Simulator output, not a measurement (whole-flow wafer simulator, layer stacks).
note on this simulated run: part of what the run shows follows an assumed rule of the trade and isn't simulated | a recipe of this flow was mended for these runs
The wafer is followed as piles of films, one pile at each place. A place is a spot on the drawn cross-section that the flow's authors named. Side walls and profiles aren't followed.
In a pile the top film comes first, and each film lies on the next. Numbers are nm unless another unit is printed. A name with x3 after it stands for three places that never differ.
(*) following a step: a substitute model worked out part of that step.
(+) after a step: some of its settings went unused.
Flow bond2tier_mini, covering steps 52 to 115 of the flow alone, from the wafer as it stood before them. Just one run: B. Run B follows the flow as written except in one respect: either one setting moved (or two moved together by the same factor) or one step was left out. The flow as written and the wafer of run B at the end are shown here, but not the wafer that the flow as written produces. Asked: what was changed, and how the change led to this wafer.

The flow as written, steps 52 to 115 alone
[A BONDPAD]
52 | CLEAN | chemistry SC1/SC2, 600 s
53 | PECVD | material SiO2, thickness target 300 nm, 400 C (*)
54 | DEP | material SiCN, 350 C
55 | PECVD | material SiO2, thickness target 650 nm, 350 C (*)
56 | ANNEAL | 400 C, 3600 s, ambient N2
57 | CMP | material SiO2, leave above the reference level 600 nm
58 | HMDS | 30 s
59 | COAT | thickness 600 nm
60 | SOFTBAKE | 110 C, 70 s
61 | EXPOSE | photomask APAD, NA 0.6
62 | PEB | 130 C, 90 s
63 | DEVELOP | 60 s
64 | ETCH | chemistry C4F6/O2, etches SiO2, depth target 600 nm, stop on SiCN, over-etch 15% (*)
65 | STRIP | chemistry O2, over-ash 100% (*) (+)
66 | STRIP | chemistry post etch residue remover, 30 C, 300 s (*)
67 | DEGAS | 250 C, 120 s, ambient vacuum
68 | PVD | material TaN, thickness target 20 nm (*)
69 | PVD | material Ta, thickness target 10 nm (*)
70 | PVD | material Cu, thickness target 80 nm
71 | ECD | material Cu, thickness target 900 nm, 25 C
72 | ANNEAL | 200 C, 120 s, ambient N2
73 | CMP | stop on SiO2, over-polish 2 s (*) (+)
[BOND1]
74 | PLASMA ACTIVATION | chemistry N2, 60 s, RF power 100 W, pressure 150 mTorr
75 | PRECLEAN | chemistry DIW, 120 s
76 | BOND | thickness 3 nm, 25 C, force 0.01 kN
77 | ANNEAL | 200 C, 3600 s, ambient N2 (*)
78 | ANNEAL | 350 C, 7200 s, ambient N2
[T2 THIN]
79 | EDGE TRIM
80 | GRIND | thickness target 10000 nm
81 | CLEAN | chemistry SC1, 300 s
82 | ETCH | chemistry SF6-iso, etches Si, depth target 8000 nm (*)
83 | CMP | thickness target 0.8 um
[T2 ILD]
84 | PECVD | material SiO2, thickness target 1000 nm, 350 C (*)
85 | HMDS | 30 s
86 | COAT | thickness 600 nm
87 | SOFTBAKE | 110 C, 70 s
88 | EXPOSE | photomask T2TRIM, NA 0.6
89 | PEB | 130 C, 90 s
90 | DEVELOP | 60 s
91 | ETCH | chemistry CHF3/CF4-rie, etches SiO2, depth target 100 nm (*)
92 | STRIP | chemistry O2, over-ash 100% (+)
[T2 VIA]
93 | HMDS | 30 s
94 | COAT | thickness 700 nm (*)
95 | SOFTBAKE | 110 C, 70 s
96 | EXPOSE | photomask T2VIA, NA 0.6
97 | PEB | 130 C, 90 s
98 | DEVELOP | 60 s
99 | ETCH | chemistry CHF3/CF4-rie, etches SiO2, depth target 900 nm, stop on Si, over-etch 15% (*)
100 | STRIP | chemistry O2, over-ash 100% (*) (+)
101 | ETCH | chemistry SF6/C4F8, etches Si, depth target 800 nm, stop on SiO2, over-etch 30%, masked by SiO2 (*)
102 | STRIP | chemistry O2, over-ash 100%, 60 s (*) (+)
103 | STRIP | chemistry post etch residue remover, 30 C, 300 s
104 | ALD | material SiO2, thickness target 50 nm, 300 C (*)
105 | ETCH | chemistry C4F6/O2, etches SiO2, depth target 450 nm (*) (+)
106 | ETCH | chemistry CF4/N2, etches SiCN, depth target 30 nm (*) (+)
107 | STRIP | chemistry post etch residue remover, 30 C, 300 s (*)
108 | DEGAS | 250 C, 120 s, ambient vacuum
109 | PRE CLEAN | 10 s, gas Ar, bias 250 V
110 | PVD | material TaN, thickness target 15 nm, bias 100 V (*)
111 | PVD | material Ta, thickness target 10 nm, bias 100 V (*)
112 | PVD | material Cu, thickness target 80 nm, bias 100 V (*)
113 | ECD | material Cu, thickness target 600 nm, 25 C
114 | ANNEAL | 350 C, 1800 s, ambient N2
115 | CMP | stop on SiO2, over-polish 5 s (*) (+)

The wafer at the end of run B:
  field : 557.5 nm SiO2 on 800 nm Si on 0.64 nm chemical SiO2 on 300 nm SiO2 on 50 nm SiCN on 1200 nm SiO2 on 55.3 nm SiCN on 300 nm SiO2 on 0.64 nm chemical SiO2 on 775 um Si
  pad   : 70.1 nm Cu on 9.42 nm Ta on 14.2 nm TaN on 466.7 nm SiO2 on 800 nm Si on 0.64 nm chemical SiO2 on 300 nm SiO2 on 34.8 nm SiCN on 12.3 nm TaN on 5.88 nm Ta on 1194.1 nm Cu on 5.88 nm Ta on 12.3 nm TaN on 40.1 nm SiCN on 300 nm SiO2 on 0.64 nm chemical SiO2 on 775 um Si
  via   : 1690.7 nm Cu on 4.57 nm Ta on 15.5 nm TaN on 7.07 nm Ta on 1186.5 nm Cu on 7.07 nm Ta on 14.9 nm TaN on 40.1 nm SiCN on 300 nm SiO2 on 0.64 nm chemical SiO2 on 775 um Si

Cause: step 54, DEP: 326 C was run, though the flow has 350 C.

Step by step, how the change led to this:
  54 | DEP | material SiCN, 350 C
      field, pad, via: SiCN gains 55.3 (new film) (in the flow as written it would be: SiCN gains 50 (new film))
